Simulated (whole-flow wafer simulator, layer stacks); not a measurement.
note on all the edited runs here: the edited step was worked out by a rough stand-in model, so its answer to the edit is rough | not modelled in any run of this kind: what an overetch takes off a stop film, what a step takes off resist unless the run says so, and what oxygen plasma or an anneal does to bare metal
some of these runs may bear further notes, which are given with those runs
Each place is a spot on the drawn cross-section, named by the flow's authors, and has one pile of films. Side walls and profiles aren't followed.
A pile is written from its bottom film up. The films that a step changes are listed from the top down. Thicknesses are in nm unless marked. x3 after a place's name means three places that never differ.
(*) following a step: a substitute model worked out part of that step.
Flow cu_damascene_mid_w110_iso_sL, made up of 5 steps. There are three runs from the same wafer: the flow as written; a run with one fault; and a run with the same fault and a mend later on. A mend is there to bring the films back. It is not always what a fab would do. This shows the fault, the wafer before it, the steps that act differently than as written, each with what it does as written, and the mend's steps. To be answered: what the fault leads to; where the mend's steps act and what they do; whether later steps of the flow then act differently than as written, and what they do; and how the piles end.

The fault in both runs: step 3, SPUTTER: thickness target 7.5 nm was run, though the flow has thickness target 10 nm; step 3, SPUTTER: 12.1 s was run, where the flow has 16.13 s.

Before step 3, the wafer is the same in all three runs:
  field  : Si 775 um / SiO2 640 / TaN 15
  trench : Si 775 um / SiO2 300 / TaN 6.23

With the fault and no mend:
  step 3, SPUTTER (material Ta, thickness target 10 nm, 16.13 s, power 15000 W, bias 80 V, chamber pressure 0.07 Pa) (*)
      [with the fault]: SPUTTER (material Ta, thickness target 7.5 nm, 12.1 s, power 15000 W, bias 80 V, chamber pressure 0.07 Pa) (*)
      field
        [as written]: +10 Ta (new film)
        [with the fault]: +7.5 Ta (new film)
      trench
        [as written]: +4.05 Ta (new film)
        [with the fault]: +3.03 Ta (new film)
  Later steps of the flow that are run all act as written at every place that is followed, up to a difference of at most 2% or 0.5 nm, whichever is larger.
  By the end, the piles at field, trench depart from the flow's by more than 2% or 0.5 nm, whichever is larger.
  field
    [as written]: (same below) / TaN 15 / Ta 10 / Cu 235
    [with the fault]: (same below) / TaN 15 / Ta 7.5 / Cu 235
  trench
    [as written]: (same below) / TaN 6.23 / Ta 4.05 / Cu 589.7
    [with the fault]: (same below) / TaN 6.23 / Ta 3.03 / Cu 588.2

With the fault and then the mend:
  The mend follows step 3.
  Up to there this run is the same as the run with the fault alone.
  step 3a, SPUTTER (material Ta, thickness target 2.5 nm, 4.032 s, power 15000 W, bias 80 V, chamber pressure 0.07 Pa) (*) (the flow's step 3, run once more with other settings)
      field
        +2.5 Ta
      trench
        +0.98 Ta
  Later steps of the flow that are run all act as written at every place that is followed.
  The piles end only slightly different from the flow's at the places that both follow, by no more than 2% or 0.5 nm, whichever is larger.
